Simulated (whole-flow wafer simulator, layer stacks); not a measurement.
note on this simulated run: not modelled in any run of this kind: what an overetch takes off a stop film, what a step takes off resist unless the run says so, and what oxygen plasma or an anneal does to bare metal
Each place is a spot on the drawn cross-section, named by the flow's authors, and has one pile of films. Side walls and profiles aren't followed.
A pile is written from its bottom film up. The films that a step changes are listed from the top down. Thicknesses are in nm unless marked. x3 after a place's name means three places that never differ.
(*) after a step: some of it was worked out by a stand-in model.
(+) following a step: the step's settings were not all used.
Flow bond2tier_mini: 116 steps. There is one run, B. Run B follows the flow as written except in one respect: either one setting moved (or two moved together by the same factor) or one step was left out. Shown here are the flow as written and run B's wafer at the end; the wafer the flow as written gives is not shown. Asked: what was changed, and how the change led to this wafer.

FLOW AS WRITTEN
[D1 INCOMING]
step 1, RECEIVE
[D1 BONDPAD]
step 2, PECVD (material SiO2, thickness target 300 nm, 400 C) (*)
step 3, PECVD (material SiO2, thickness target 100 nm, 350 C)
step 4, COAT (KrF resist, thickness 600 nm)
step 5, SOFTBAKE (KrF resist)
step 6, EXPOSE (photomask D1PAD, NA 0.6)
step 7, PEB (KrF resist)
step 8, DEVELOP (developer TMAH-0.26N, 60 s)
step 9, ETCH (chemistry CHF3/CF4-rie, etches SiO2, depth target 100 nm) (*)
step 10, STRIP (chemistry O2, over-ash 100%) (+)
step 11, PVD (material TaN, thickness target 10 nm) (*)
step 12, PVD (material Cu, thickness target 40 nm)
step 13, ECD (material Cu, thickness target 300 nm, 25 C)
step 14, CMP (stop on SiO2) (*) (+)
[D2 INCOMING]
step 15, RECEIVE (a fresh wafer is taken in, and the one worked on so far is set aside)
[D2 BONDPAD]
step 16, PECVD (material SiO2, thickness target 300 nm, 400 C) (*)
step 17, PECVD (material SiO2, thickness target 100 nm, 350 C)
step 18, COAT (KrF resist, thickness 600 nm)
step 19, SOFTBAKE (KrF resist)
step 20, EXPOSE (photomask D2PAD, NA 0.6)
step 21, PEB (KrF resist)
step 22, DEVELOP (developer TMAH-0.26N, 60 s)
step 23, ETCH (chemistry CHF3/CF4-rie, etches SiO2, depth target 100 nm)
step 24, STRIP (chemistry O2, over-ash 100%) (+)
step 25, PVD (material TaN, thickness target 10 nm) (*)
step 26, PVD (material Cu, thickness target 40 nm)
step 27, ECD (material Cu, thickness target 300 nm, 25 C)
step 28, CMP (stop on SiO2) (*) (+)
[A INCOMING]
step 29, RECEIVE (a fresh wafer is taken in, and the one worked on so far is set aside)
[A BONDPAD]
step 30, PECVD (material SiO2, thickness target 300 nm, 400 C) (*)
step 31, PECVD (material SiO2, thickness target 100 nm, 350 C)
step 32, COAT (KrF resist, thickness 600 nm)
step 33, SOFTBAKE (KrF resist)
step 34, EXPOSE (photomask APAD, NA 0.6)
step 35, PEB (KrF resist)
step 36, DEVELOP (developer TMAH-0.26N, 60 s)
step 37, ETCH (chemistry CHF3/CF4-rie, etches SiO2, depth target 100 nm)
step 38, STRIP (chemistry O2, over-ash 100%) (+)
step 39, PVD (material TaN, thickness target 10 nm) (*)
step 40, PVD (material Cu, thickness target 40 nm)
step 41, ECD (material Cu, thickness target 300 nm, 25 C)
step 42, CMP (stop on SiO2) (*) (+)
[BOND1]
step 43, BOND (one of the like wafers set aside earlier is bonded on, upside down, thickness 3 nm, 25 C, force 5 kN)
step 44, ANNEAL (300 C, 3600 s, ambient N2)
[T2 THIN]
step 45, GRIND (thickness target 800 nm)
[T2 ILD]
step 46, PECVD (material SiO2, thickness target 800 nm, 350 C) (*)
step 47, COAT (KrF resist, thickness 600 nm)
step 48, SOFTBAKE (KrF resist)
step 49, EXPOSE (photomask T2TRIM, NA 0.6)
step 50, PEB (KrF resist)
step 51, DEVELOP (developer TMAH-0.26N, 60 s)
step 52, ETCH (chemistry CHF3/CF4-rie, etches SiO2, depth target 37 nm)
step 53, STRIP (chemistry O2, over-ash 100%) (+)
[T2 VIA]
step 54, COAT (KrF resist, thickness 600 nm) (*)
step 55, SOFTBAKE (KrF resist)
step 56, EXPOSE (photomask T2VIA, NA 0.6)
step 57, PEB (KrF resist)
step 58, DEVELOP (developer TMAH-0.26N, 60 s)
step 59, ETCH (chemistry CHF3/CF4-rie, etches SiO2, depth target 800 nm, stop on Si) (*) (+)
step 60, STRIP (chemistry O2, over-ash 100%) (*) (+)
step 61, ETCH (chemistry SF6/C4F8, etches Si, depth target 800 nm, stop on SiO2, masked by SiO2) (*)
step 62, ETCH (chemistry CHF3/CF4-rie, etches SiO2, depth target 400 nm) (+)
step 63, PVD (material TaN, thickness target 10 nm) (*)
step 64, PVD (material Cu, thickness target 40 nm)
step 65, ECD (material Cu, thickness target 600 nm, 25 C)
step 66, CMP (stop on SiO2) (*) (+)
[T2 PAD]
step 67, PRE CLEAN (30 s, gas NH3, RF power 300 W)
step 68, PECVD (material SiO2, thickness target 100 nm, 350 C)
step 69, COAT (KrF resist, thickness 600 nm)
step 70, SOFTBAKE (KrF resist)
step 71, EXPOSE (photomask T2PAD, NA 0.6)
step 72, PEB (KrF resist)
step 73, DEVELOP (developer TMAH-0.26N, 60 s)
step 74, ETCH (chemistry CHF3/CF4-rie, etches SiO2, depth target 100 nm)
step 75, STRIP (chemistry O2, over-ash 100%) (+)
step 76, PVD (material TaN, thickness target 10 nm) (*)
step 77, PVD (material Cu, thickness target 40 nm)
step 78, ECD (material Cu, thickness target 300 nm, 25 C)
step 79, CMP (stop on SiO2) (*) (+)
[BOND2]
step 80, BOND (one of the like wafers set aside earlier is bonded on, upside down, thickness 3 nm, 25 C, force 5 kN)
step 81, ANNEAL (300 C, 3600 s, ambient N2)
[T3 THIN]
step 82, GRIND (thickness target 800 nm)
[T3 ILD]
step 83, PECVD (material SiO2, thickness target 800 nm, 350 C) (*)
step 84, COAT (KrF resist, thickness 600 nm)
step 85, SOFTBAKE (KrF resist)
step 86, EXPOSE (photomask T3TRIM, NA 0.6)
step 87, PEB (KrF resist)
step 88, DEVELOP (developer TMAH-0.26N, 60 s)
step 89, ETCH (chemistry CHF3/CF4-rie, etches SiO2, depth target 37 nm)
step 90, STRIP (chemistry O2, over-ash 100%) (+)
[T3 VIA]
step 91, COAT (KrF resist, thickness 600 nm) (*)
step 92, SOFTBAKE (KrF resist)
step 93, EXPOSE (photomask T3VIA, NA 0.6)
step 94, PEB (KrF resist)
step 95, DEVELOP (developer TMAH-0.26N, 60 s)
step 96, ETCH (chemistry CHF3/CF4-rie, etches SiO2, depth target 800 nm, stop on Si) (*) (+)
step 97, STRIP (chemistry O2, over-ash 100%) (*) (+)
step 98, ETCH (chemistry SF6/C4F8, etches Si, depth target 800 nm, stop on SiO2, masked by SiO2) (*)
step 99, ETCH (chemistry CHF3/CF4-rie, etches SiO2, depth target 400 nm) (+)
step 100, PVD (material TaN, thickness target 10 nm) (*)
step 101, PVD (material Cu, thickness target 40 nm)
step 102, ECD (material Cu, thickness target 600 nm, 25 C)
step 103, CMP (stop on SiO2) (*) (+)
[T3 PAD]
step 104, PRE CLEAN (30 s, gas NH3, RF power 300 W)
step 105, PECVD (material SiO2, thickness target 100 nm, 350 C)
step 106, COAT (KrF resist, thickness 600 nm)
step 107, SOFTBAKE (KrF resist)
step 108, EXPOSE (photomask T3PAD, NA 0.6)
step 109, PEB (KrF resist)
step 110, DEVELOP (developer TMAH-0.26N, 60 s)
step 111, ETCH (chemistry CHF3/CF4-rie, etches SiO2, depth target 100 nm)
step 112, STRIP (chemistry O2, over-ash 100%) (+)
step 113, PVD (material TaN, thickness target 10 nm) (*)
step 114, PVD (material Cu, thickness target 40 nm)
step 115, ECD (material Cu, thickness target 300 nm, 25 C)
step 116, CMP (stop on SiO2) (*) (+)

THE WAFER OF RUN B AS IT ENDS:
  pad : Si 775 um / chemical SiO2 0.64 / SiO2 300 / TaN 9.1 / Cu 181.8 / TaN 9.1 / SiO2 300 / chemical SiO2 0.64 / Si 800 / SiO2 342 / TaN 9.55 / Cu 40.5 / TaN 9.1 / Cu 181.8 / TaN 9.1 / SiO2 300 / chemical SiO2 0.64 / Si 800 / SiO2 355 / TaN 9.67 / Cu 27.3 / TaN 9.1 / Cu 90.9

The reason: step 52, ETCH: depth target 50 nm was run, whereas the flow has depth target 37 nm.

The path from the change to this, step by step:
  step 52, ETCH (chemistry CHF3/CF4-rie, etches SiO2, depth target 37 nm)
      pad, via: -50 SiO2 (as written it would have been: -37 SiO2)
      field: -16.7 KrF resist (as written it would have been: -12.3 KrF resist)
  step 65, ECD (material Cu, thickness target 600 nm, 25 C)
      pad: +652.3 Cu (as written it would have been: +638.7 Cu)
